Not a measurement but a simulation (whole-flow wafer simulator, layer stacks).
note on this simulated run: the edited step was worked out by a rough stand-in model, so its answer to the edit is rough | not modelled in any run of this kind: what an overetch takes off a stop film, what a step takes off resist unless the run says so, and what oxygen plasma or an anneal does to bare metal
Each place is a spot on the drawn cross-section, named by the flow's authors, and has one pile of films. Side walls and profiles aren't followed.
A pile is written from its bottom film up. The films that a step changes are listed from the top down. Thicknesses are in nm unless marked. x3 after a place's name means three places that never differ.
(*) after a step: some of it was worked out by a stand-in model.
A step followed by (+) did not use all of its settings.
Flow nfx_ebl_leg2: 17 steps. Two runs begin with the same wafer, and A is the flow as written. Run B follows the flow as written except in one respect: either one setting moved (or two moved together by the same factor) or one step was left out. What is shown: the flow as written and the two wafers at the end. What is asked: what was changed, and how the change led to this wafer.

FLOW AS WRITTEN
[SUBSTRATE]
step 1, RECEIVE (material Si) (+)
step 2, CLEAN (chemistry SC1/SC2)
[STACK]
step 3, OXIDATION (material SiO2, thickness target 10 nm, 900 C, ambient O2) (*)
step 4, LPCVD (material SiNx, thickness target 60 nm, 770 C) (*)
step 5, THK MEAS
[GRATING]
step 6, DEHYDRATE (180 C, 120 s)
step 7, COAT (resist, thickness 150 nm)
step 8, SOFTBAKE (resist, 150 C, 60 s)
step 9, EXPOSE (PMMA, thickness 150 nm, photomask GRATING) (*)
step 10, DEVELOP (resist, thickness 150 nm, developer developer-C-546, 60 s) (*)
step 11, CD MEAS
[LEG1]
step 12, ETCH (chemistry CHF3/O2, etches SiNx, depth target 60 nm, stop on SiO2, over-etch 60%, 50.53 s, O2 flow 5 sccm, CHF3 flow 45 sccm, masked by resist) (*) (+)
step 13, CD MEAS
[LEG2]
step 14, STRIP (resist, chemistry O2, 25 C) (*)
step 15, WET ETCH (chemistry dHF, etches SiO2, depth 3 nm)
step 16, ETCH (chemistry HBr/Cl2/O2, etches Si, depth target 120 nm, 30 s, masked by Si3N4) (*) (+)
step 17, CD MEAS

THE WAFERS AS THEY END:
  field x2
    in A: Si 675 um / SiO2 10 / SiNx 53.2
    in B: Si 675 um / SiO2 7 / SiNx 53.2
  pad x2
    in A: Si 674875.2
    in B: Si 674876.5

Cause: step 3, OXIDATION: thickness target 7 nm was run, while the flow as written has thickness target 10 nm.
The wafer itself shows it: field x2 has SiO2 7, and step 3 as written asks for 10 nm.

The path from the change to this, step by step:
  step 3, OXIDATION (material SiO2, thickness target 10 nm, 900 C, ambient O2) (*)
      field x2, pad x2: A +10 SiO2 (new film), -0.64 chemical SiO2 (all of it), -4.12 Si | B +7 SiO2 (new film), -0.64 chemical SiO2 (all of it), -2.8 Si
  step 12, ETCH (chemistry CHF3/O2, etches SiNx, depth target 60 nm, stop on SiO2, over-etch 60%, 50.53 s, O2 flow 5 sccm, CHF3 flow 45 sccm, masked by resist) (*) (+)
      pad x2: A -60 SiNx (all of it), -10 SiO2 (all of it) | B -60 SiNx (all of it), -7 SiO2 (all of it)
